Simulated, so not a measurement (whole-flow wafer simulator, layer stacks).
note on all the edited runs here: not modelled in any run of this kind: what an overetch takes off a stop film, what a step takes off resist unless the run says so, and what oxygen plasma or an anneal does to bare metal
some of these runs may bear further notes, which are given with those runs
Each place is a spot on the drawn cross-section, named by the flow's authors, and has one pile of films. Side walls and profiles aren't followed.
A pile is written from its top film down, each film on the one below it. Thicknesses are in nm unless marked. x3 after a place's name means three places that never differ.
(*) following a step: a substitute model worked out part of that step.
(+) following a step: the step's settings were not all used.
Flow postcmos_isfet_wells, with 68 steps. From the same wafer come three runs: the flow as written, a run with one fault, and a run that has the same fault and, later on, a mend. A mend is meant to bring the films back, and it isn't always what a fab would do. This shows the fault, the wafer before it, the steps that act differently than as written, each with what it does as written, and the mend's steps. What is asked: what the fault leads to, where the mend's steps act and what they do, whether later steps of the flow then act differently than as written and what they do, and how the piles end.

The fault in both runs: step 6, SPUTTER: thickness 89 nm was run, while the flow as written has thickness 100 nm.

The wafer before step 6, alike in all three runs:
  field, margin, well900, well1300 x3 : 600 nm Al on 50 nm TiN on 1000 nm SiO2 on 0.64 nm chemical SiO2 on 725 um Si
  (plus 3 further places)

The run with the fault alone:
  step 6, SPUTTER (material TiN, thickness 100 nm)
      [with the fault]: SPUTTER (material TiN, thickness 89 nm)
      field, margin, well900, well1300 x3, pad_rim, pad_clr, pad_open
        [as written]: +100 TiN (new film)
        [with the fault]: +89 TiN (new film)
  Steps later in the flow that act otherwise than as written:
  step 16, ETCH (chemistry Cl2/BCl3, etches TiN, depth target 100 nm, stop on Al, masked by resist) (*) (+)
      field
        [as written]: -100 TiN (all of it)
        [with the fault]: -89 TiN (all of it)
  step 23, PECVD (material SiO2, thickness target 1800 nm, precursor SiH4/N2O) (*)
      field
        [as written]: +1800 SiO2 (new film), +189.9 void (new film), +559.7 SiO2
        [with the fault]: +1800 SiO2 (new film), +181.6 void (new film), +557 SiO2
  At field, margin, well900, well1300 x3, pad_rim, pad_clr, pad_open, the piles at the end differ from the flow's by more than 2% or 0.5 nm, whichever is larger.
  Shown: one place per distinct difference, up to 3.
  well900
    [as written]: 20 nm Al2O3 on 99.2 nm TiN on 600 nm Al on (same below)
    [with the fault]: 20 nm Al2O3 on 88.2 nm TiN on 600 nm Al on (same below)
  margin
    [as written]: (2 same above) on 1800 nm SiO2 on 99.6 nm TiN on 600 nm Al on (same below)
    [with the fault]: (2 same above) on 1800 nm SiO2 on 88.6 nm TiN on 600 nm Al on (same below)
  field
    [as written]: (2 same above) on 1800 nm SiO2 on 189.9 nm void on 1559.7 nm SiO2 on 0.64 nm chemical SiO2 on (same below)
    [with the fault]: (2 same above) on 1800 nm SiO2 on 181.6 nm void on 1557 nm SiO2 on 0.64 nm chemical SiO2 on (same below)

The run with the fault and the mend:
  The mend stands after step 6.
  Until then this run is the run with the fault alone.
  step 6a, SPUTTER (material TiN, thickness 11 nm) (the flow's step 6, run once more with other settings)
      field, margin, well900, well1300 x3, pad_rim, pad_clr, pad_open
        +11 TiN
  Later steps of the flow that are run all act as written at every place that is followed.
  By the end, the piles equal the flow's at every place that both follow.
